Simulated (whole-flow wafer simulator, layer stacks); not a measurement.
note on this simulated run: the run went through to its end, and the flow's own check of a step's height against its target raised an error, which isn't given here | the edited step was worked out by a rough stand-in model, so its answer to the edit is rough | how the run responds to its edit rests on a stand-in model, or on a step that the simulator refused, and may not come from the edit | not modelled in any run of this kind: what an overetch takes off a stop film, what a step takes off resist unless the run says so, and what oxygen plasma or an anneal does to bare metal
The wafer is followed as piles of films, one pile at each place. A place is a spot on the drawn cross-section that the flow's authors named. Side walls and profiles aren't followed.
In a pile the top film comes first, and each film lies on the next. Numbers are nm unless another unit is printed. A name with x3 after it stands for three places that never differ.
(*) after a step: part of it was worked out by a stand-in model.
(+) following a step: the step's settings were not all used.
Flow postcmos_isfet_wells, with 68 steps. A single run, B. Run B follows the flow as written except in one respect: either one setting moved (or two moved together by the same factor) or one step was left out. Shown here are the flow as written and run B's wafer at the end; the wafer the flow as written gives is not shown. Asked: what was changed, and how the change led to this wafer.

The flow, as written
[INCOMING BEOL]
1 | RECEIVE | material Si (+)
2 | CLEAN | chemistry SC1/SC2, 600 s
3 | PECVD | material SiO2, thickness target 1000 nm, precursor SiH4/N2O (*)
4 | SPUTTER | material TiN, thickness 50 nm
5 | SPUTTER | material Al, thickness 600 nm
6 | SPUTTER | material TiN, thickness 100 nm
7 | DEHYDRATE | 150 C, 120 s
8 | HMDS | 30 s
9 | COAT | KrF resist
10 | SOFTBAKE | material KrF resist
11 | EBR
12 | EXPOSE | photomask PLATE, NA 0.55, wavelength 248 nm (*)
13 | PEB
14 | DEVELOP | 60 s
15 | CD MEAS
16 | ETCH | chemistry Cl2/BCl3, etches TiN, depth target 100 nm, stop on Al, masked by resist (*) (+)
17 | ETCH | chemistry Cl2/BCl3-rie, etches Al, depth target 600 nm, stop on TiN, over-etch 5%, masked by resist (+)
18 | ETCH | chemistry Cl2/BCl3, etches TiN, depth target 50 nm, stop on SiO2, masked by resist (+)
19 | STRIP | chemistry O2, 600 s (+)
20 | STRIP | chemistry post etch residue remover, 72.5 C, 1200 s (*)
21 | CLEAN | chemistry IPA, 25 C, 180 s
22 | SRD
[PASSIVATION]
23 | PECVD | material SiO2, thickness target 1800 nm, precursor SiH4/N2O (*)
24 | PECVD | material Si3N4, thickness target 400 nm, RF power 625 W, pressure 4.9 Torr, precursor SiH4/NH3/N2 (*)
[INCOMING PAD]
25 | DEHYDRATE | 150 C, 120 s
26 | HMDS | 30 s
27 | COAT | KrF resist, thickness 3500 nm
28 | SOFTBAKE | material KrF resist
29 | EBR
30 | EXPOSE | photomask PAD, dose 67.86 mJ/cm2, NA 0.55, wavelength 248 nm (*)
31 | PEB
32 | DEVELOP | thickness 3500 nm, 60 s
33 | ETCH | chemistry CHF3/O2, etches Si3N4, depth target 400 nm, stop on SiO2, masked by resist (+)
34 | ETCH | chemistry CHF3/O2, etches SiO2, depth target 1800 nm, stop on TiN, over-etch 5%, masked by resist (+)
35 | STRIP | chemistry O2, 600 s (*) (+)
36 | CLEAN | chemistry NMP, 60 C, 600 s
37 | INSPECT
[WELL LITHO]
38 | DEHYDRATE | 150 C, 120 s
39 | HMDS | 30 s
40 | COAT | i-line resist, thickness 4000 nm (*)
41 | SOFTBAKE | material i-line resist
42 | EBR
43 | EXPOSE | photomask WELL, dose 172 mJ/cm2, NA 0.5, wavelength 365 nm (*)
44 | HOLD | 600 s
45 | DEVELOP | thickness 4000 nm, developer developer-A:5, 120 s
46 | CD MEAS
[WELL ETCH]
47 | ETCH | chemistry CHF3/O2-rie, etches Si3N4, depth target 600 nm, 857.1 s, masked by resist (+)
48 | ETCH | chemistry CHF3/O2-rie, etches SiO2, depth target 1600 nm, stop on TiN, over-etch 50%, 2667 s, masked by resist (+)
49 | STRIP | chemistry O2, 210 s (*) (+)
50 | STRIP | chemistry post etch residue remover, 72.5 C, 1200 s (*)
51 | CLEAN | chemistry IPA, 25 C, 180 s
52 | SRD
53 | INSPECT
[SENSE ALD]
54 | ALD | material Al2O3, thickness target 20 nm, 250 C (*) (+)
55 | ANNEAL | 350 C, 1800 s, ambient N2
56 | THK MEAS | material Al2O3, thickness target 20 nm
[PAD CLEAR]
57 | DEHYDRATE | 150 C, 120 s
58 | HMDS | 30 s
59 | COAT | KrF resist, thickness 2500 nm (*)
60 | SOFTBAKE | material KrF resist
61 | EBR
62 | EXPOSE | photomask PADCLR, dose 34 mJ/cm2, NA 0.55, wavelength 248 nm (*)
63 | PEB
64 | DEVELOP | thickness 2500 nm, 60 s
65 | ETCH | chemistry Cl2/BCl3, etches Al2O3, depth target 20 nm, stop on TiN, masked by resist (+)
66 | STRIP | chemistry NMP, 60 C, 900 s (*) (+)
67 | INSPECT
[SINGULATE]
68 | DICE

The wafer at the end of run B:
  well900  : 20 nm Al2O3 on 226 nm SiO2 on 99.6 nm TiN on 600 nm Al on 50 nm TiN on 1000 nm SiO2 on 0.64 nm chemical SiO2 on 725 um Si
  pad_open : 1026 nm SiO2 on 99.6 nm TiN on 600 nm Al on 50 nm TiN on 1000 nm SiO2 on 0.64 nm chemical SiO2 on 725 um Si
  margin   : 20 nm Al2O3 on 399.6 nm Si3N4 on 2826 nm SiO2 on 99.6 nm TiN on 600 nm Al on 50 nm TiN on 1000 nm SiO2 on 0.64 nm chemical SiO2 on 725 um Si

The reason: step 23, PECVD: thickness target 2826 nm was run, though the flow has thickness target 1800 nm.
One can read it off the wafer: margin has SiO2 2826, and step 23 as written asks for 1800 nm.

Step by step, how the change led to this:
  23 | PECVD | material SiO2, thickness target 1800 nm, precursor SiH4/N2O (*)
      margin, well900, well1300 x3, pad_rim, pad_clr, pad_open: SiO2 gains 2826 (new film) (as written it would have been: SiO2 gains 1800 (new film))
      field: SiO2 gains 2826 (new film), void gains 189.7 (new film), SiO2 gains 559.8 (as written it would have been: SiO2 gains 1800 (new film), void gains 189.9 (new film), SiO2 gains 559.7)
  34 | ETCH | chemistry CHF3/O2, etches SiO2, depth target 1800 nm, stop on TiN, over-etch 5%, masked by resist (+)
      pad_open: SiO2 loses 1800 (as written it would have been: SiO2 loses 1800 (all of it))
  48 | ETCH | chemistry CHF3/O2-rie, etches SiO2, depth target 1600 nm, stop on TiN, over-etch 50%, 2667 s, masked by resist (+)
      well900, well1300 x3: SiO2 loses 2400 (as written it would have been: SiO2 loses 1600 (all of it))
  59 | COAT | KrF resist, thickness 2500 nm (*)
      field: KrF resist gains 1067 (new film) (as written it would have been: KrF resist gains 1449 (new film))
      margin: KrF resist gains 1066.9 (new film) (as written it would have been: KrF resist gains 1448.9 (new film))
  63 | PEB
      field, margin: KrF resist loses 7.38 (as written it would have been: KrF resist loses 10.1)
  66 | STRIP | chemistry NMP, 60 C, 900 s (*) (+)
      field: KrF resist loses 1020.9 (all of it) (as written it would have been: KrF resist loses 1400.1 (all of it))
      margin: KrF resist loses 1020.8 (all of it) (as written it would have been: KrF resist loses 1400.1 (all of it))
